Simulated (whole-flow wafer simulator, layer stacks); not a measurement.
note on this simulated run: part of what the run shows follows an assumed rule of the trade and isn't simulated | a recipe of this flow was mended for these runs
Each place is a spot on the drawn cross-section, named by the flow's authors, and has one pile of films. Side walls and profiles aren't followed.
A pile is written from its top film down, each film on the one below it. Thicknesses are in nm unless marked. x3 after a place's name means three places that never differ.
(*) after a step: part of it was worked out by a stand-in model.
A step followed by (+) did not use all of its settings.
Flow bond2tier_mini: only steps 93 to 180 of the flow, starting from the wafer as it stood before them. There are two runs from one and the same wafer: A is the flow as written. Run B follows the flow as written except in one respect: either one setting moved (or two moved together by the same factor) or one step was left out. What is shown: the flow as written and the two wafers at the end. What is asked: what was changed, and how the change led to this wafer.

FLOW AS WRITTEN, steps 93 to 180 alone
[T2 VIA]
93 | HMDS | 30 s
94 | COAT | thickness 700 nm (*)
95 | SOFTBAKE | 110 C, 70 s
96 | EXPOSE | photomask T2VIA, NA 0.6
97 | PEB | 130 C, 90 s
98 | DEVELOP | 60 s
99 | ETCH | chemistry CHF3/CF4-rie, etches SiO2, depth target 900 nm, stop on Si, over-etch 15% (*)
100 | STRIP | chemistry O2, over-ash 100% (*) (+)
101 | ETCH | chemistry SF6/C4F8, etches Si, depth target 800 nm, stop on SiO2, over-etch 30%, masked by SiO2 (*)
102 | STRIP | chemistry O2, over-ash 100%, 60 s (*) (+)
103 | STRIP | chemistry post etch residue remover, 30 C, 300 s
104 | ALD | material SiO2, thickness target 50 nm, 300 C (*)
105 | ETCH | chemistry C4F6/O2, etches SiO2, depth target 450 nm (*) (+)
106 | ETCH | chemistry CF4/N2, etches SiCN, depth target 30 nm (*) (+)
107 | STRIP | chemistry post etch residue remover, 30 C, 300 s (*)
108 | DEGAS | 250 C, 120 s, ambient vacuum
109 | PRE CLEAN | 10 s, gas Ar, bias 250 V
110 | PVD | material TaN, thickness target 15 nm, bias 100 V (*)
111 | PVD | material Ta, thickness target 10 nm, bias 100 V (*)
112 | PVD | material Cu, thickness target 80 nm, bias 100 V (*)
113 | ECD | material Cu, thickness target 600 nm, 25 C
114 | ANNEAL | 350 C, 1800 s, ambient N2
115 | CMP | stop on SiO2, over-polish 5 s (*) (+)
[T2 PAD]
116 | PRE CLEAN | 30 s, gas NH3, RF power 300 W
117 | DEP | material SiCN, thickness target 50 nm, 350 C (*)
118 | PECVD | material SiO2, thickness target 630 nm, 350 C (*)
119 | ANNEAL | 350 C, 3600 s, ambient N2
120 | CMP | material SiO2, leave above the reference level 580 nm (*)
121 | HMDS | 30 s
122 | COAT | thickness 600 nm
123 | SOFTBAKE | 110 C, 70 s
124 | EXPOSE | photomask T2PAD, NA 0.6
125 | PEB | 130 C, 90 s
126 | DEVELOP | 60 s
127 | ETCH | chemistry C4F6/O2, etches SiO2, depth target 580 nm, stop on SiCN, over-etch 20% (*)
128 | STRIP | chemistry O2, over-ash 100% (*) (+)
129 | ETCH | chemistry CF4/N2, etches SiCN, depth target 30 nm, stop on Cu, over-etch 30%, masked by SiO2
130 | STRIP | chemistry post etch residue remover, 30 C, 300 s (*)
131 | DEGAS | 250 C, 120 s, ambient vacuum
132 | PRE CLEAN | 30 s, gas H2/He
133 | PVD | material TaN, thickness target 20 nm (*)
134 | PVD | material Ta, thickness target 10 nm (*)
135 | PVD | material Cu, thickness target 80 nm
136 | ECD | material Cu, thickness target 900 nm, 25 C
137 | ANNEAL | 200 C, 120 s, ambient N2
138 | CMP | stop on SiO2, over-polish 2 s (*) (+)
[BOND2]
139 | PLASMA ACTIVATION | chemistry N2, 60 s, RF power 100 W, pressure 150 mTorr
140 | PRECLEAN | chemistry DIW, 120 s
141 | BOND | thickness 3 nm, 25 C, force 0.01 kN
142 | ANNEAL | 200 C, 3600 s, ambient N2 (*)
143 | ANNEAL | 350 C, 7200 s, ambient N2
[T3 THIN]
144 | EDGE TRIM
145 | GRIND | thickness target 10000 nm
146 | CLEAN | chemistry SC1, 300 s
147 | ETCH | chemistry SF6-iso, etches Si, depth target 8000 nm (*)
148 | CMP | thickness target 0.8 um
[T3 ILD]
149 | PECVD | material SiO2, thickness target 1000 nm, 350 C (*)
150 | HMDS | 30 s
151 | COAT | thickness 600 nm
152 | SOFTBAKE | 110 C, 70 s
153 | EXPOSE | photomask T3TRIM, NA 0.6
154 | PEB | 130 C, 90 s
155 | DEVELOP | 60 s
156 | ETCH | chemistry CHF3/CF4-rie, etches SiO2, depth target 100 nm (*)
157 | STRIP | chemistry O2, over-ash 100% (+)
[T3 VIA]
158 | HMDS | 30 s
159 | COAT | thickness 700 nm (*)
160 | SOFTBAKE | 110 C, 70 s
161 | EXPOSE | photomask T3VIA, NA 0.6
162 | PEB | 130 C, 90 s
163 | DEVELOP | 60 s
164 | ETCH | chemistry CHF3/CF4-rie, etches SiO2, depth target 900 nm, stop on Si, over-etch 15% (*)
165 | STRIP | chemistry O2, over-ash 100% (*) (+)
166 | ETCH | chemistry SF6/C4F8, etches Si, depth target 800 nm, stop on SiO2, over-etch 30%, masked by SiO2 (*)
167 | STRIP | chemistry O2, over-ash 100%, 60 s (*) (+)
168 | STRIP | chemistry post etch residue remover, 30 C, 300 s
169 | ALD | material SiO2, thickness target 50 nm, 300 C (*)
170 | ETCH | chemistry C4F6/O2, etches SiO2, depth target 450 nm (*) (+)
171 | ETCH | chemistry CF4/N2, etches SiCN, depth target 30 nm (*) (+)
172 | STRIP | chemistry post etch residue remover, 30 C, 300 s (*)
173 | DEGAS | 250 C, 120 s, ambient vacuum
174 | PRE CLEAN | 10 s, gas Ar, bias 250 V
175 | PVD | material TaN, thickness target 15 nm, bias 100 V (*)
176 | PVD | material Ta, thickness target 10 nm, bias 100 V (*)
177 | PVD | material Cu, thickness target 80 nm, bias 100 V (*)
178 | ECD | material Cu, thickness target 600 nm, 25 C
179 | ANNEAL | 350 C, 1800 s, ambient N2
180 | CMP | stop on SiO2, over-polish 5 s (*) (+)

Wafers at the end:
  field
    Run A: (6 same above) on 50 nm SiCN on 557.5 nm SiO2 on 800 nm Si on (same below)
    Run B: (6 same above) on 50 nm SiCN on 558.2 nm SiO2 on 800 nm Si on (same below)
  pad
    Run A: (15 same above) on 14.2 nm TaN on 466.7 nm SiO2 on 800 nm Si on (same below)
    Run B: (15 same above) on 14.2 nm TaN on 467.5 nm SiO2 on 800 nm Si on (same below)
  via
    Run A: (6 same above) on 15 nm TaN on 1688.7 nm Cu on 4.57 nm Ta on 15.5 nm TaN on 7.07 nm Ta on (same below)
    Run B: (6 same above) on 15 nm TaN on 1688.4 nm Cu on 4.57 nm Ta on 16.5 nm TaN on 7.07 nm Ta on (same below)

Cause: step 109, PRE CLEAN: bias 175 V was run, while the flow as written has bias 250 V.

The path from the change to this, step by step:
  109 | PRE CLEAN | 10 s, gas Ar, bias 250 V
      field, pad: A SiO2 loses 3 | B SiO2 loses 2.3
      via: A TaN loses 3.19 | B TaN loses 2.19
